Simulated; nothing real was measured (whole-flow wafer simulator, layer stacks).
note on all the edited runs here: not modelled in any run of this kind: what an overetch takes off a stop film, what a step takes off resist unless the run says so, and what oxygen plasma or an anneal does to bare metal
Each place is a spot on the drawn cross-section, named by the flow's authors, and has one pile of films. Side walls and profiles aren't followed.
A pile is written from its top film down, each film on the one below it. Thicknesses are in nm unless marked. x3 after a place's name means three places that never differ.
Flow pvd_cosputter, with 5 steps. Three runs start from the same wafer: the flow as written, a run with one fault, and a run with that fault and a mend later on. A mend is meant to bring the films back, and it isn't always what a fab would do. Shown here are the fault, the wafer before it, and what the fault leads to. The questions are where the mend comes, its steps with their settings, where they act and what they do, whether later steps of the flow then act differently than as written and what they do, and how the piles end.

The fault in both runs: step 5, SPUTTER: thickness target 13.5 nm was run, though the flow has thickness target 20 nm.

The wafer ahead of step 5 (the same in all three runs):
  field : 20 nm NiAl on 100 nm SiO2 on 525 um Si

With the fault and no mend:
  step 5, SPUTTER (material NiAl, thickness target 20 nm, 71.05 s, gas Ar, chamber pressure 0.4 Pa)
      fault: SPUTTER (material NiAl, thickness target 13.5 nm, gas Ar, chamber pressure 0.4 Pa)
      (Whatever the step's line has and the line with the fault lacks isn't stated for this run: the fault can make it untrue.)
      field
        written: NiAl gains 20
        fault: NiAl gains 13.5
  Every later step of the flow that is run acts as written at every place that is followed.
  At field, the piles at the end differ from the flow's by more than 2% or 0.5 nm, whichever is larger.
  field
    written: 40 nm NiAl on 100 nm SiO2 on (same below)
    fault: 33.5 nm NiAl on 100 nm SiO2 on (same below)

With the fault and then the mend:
  After step 5 comes the mend.
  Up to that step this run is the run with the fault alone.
  step 5a, SPUTTER (material NiAl, thickness target 6.5 nm, gas Ar, chamber pressure 0.4 Pa) (the flow's step 5 again, with other settings)
      field
        NiAl gains 6.5
  Every later step of the flow that is run acts as written at every place that is followed.
  By the end, the piles equal the flow's at every place that both follow.
